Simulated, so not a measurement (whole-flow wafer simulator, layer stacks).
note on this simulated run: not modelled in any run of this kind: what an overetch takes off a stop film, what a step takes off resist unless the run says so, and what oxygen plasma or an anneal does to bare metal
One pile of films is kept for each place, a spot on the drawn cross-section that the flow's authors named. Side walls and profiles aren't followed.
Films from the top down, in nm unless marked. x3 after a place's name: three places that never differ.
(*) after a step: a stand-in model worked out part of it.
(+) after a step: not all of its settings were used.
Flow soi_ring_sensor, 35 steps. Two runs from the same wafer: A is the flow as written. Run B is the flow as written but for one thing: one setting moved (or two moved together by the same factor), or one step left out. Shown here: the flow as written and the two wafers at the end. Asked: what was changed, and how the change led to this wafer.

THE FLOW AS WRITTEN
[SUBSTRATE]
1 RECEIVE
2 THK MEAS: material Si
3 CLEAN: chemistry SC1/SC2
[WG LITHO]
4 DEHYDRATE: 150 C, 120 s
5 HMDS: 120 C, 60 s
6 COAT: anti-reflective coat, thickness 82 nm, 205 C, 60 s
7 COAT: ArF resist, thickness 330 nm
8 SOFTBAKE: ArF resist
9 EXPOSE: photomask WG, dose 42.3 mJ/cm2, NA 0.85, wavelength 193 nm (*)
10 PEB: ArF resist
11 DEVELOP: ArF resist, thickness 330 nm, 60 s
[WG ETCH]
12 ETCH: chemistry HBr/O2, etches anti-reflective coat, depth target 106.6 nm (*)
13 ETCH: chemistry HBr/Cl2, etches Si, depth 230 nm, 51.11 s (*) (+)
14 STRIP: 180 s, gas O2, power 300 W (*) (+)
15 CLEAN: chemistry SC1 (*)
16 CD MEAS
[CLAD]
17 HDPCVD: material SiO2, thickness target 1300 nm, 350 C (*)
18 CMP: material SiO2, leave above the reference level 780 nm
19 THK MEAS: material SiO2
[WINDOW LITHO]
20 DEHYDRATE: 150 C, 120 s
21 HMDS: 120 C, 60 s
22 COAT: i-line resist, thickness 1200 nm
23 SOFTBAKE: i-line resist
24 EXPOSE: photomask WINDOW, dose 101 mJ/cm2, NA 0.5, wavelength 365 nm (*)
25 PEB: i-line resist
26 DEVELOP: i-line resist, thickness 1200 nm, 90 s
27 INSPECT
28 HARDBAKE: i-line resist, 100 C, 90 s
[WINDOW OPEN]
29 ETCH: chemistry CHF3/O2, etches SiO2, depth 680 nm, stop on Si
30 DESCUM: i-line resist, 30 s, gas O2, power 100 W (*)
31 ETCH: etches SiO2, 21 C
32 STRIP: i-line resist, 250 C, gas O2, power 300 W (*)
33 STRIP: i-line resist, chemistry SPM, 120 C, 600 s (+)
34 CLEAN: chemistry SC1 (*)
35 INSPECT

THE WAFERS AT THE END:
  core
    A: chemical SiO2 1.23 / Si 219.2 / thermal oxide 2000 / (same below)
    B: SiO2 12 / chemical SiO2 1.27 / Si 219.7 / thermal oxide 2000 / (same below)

The cause: step 29, ETCH: depth 306 nm was run, where the flow has depth 680 nm.

How the change led to this, step by step:
  29 ETCH: chemistry CHF3/O2, etches SiO2, depth 680 nm, stop on Si
      core, gap, window: A SiO2 -680 | B SiO2 -306
      field, core_clad, gap_clad: A i-line resist -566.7 | B i-line resist -255
  31 ETCH: etches SiO2, 21 C
      core: A SiO2 -100 (all of it), chemical SiO2 -1.27 (all of it) | B SiO2 -462
  32 STRIP: i-line resist, 250 C, gas O2, power 300 W (*)
      core: A chemical SiO2 +1.23 (new film), Si -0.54 | B nothing
      field, core_clad: A i-line resist -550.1 (all of it) | B i-line resist -861.7 (all of it)
